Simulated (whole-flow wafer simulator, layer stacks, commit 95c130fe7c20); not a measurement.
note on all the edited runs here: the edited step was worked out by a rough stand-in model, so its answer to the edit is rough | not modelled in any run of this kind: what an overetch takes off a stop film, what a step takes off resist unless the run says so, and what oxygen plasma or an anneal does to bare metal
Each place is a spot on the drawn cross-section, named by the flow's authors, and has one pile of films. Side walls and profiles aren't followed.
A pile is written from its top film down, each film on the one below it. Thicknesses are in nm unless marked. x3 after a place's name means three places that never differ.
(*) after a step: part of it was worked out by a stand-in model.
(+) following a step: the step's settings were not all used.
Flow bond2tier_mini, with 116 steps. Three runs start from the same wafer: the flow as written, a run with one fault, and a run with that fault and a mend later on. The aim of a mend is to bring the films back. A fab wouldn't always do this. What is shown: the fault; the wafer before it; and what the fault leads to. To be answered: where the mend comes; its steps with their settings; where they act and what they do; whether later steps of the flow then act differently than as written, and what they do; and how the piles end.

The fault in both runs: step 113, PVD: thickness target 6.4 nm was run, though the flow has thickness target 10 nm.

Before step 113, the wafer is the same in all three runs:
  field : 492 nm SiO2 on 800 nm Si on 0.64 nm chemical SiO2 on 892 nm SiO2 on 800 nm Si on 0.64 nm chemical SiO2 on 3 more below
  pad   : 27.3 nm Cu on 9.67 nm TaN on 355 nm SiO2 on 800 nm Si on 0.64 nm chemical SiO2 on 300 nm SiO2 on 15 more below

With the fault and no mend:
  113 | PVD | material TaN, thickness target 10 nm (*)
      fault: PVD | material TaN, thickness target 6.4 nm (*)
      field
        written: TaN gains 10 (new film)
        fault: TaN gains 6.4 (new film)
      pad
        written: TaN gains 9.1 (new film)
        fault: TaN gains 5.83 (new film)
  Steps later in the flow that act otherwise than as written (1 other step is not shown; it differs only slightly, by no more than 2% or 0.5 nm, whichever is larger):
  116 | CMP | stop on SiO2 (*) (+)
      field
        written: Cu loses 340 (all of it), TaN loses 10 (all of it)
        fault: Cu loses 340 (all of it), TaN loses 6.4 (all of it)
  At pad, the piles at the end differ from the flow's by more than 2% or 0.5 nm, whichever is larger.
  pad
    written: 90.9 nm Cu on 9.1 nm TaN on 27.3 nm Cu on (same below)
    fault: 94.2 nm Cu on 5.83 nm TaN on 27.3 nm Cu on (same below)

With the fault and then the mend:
  The mend follows step 113.
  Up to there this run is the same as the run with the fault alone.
  113a | PVD | material TaN, thickness target 3.6 nm (*) (a further turn of the flow's step 113, with different settings)
      field
        TaN gains 3.6
      pad
        TaN gains 3.27
  Later steps of the flow that are run all act as written at every place that is followed.
  The piles end the same as the flow's at every place that both follow.
